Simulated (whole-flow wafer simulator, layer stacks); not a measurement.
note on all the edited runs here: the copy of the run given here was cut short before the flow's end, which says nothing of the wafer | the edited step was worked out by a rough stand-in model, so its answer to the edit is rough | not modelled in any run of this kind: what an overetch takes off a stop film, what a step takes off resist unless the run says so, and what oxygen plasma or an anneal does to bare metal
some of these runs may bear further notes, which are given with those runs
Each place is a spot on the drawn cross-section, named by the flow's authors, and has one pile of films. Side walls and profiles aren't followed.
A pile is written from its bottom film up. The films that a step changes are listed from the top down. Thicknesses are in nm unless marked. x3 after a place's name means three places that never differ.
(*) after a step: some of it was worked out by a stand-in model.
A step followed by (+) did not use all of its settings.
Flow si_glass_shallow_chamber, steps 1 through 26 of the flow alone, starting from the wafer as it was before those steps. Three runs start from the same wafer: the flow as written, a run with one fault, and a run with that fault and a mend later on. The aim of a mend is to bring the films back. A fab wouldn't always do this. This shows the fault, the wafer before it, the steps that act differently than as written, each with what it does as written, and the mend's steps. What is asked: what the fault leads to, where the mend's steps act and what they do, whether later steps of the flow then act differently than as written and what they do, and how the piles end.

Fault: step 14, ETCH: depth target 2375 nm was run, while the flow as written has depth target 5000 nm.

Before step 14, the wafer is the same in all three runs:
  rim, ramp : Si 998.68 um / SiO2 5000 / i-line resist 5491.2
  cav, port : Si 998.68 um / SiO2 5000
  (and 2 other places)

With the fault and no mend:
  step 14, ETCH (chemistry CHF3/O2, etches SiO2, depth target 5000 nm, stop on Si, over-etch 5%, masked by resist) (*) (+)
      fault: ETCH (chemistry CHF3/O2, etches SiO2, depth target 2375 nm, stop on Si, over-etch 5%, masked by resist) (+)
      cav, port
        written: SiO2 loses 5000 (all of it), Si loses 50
        fault: SiO2 loses 2493.8
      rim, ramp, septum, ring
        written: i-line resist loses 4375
        fault: i-line resist loses 2078.1
  Steps later in the flow that act otherwise than as written:
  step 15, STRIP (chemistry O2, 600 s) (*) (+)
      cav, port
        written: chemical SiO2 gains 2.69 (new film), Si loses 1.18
        fault: nothing
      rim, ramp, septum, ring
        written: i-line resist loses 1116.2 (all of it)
        fault: i-line resist loses 3413 (all of it)
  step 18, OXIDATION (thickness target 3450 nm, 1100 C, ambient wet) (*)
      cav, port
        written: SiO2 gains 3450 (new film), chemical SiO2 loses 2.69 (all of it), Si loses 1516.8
        fault: SiO2 gains 1793.3, Si loses 789
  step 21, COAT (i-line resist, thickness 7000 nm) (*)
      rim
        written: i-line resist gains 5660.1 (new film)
        fault: i-line resist gains 6229 (new film)
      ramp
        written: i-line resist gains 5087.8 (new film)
        fault: i-line resist gains 5885.5 (new film)
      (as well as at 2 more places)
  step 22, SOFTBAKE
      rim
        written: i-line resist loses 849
        fault: i-line resist loses 514.5
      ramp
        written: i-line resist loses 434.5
        fault: i-line resist loses 233.2
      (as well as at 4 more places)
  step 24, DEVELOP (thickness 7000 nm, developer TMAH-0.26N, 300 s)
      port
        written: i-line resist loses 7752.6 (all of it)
        fault: i-line resist loses 7463.4 (all of it)
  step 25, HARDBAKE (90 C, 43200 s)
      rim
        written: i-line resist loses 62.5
        fault: i-line resist loses 97.3
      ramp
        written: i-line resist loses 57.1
        fault: i-line resist loses 94.7
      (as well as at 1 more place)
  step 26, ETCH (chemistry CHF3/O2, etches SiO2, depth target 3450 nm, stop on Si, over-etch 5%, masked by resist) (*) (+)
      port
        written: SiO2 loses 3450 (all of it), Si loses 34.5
        fault: SiO2 loses 3622.5
  The piles end different from the flow's at rim, ramp, cav, port by more than 2% or 0.5 nm, whichever is larger.
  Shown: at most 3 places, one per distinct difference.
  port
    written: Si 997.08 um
    fault: Si 997.89 um / SiO2 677
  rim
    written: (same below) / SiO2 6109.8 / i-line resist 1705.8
    fault: (same below) / SiO2 6109.8 / i-line resist 2574.5
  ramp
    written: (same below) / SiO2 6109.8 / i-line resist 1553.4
    fault: (same below) / SiO2 6109.8 / i-line resist 2514.9

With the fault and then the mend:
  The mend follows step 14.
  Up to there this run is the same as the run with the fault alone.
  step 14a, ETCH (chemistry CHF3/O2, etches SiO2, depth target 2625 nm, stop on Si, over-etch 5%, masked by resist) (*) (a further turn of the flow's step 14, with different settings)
      rim, ramp, septum, ring
        i-line resist loses 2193
      cav, port
        SiO2 loses 2506.2 (all of it), Si loses 50
  Steps later in the flow that act otherwise than as written:
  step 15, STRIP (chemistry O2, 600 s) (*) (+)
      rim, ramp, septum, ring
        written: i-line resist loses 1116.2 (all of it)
        mend: i-line resist loses 1220.1 (all of it)
  At every place that both follow, the piles at the end match the flow's.
